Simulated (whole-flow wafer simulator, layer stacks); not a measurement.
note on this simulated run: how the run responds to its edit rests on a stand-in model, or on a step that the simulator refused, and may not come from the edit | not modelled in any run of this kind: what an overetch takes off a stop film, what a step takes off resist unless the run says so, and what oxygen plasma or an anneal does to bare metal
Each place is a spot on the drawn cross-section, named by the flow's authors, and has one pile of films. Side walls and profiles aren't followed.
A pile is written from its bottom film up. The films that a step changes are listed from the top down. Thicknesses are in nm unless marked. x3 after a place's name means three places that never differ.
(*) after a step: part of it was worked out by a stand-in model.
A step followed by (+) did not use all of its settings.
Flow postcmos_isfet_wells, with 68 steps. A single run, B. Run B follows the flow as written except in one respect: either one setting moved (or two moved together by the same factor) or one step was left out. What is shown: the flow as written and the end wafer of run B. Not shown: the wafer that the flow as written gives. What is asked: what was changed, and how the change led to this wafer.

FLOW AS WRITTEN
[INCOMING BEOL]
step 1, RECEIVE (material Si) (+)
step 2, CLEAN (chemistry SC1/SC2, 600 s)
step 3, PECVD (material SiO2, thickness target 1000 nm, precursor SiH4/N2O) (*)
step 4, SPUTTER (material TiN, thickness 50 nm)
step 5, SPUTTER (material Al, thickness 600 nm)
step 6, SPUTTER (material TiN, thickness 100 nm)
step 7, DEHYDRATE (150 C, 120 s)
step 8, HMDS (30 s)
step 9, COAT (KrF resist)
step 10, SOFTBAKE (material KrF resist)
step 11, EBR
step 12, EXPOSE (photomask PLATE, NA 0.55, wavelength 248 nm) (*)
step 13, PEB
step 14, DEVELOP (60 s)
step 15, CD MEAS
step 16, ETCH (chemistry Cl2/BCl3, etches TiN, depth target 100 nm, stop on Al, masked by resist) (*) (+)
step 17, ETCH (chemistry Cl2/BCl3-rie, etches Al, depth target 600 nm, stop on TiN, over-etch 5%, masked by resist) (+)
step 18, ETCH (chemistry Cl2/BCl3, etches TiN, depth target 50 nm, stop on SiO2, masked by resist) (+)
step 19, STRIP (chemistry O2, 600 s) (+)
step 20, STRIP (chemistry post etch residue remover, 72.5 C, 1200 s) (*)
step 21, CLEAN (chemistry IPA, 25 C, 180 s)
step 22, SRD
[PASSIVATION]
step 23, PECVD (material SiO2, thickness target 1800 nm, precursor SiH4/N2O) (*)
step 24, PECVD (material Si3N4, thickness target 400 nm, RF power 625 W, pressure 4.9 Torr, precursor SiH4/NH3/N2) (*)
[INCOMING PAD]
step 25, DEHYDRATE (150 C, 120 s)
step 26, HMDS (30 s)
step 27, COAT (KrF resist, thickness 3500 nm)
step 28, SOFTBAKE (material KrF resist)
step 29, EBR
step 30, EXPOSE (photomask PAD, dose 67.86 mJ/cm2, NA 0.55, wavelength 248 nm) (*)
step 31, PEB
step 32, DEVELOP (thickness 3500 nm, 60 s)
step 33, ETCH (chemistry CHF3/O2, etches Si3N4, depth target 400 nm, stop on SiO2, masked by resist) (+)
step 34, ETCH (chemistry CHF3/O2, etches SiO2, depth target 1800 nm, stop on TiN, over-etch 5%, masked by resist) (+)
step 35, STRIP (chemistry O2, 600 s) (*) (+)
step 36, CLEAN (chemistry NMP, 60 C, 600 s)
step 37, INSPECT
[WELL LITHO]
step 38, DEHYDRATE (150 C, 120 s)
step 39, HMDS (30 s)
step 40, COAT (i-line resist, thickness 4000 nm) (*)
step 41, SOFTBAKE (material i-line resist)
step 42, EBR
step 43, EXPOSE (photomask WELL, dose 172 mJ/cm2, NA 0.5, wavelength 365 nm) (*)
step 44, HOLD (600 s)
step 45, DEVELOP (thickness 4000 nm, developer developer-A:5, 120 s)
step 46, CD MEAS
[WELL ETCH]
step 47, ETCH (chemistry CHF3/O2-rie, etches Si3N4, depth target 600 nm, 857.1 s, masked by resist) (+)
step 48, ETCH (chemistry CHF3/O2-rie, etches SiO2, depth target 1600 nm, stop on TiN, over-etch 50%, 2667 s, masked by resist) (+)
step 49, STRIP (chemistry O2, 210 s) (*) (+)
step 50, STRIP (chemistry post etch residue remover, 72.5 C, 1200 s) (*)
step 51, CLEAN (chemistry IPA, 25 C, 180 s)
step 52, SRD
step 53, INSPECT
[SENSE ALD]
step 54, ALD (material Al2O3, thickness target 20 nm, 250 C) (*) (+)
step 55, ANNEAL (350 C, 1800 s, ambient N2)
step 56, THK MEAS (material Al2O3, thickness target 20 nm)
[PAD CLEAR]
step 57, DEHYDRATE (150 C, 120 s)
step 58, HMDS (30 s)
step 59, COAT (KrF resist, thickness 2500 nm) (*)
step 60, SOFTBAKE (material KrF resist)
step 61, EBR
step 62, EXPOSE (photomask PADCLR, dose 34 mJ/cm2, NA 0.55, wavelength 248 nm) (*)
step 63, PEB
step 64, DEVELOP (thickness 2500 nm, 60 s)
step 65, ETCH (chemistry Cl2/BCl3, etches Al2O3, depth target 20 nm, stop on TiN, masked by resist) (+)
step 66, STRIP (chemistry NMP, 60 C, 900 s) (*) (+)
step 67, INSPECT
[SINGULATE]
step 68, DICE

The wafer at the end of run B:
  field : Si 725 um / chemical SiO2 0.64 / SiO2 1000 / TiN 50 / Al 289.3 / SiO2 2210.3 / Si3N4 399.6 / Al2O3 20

Cause: step 17, ETCH: depth target 255 nm was run, though the flow has depth target 600 nm.

Step by step, how the change led to this:
  step 17, ETCH (chemistry Cl2/BCl3-rie, etches Al, depth target 600 nm, stop on TiN, over-etch 5%, masked by resist) (+)
      field: -255 Al (it would be, as written: -600 Al (all of it))
      margin, well900, well1300 x3, pad_rim, pad_clr, pad_open: -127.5 KrF resist (it would be, as written: -300 KrF resist)
  step 18, ETCH (chemistry Cl2/BCl3, etches TiN, depth target 50 nm, stop on SiO2, masked by resist) (+)
      field: -50 Al (it would be, as written: -50 TiN (all of it))
  step 19, STRIP (chemistry O2, 600 s) (+)
      margin, well900, well1300 x3, pad_rim, pad_clr, pad_open: -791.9 KrF resist (all of it) (it would be, as written: -619.4 KrF resist (all of it))
  step 20, STRIP (chemistry post etch residue remover, 72.5 C, 1200 s) (*)
      field: -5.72 Al (it would be, as written: nothing)
  step 23, PECVD (material SiO2, thickness target 1800 nm, precursor SiH4/N2O) (*)
      field: +2210.3 SiO2 (new film) (it would be, as written: +1800 SiO2 (new film), +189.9 void (new film), +559.7 SiO2)
With metal films that touch counted as one body, field has 1 body; the flow as written gives 0 bodies.
